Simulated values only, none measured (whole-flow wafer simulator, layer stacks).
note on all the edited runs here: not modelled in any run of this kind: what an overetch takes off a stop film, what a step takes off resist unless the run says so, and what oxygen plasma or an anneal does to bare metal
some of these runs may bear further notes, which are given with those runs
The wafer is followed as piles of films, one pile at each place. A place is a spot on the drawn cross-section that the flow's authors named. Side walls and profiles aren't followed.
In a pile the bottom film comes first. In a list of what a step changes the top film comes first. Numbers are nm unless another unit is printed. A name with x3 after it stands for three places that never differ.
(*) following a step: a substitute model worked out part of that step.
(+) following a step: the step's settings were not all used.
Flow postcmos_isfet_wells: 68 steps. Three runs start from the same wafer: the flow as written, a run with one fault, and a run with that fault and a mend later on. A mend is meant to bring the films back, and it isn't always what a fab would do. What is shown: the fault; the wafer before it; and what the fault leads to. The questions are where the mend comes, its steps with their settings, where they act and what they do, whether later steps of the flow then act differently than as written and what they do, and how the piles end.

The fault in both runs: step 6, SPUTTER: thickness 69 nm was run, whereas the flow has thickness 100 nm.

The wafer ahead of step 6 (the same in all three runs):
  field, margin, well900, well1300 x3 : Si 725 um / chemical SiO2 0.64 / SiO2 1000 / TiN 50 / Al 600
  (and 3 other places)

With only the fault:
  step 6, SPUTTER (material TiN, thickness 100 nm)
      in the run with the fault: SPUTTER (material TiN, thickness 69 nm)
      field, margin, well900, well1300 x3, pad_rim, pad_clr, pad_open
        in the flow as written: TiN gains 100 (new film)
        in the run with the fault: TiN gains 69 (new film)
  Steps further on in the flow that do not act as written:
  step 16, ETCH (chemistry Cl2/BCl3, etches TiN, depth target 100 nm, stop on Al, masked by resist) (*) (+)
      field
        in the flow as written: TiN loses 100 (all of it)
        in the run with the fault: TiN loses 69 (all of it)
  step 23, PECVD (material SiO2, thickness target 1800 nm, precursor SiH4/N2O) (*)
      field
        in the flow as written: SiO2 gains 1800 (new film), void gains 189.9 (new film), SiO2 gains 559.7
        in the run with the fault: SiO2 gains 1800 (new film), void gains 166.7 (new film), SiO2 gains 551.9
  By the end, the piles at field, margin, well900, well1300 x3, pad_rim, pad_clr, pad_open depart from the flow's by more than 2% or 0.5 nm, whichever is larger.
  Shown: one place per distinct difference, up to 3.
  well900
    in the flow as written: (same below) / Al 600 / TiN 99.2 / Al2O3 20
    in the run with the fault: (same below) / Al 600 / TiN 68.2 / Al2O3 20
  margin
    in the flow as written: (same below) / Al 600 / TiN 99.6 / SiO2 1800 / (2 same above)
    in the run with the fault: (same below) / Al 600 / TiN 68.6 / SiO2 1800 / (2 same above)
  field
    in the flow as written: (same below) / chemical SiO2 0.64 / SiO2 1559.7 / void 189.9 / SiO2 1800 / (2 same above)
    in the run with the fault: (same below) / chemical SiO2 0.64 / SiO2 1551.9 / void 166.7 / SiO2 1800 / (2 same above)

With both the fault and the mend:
  After step 6 comes the mend.
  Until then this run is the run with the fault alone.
  step 6a, SPUTTER (material TiN, thickness 31 nm) (the flow's step 6 again, with other settings)
      field, margin, well900, well1300 x3, pad_rim, pad_clr, pad_open
        TiN gains 31
  Every later step of the flow that is run acts as written at every place that is followed.
  By the end, the piles equal the flow's at every place that both follow.
